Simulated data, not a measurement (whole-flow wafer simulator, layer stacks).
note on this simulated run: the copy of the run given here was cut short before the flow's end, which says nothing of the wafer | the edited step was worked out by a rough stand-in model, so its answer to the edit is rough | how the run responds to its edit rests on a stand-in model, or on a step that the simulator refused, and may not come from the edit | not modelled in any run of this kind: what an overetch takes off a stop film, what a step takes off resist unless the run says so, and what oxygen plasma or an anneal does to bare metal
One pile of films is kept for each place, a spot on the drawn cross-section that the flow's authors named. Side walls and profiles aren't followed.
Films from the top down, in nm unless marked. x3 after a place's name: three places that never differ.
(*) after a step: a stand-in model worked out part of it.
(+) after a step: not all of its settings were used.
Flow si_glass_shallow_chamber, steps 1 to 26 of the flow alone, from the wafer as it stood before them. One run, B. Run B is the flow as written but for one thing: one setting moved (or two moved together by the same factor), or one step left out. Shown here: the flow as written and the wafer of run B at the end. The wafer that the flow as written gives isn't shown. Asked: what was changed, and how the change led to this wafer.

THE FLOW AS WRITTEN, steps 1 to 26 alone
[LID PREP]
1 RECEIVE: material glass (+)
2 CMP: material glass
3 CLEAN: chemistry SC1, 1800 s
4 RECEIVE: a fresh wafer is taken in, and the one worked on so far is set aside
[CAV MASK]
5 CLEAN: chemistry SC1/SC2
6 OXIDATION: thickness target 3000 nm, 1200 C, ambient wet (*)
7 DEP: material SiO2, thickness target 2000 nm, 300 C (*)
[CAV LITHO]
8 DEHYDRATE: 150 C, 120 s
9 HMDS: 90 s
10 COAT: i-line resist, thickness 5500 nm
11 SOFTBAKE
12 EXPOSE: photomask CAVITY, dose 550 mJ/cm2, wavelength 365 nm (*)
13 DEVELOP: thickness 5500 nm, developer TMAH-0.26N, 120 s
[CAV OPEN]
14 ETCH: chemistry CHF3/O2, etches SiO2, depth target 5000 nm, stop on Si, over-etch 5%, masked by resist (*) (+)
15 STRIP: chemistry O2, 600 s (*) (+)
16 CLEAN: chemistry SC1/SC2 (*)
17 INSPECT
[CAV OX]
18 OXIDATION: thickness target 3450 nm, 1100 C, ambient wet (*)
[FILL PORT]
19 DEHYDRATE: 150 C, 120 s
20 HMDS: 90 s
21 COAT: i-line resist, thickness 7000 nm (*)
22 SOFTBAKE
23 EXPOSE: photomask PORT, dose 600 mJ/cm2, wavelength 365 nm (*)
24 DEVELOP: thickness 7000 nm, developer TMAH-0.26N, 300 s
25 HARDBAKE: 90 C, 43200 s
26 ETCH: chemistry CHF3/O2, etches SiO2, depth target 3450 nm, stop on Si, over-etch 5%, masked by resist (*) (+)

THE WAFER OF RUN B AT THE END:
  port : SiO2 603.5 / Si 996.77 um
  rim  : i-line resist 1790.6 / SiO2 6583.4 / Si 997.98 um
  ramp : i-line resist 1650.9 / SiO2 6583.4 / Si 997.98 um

The cause: step 18, OXIDATION: thickness target 4226 nm was run, where the flow has thickness target 3450 nm.

How the change led to this, step by step:
  18 OXIDATION: thickness target 3450 nm, 1100 C, ambient wet (*)
      rim, ramp, septum, ring: SiO2 +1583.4, Si -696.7 (as written it would be: SiO2 +1109.8, Si -488.3)
      cav, port: SiO2 +4226 (new film), chemical SiO2 -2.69 (all of it), Si -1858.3 (as written it would be: SiO2 +3450 (new film), chemical SiO2 -2.69 (all of it), Si -1516.8)
  22 SOFTBAKE
      rim: i-line resist -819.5 (as written it would be: i-line resist -849)
      ramp: i-line resist -414.2 (as written it would be: i-line resist -434.5)
      (and at 2 more places)
  25 HARDBAKE: 90 C, 43200 s
      rim: i-line resist -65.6 (as written it would be: i-line resist -62.5)
      ramp: i-line resist -60.5 (as written it would be: i-line resist -57.1)
  26 ETCH: chemistry CHF3/O2, etches SiO2, depth target 3450 nm, stop on Si, over-etch 5%, masked by resist (*) (+)
      port: SiO2 -3622.5 (as written it would be: SiO2 -3450 (all of it), Si -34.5)
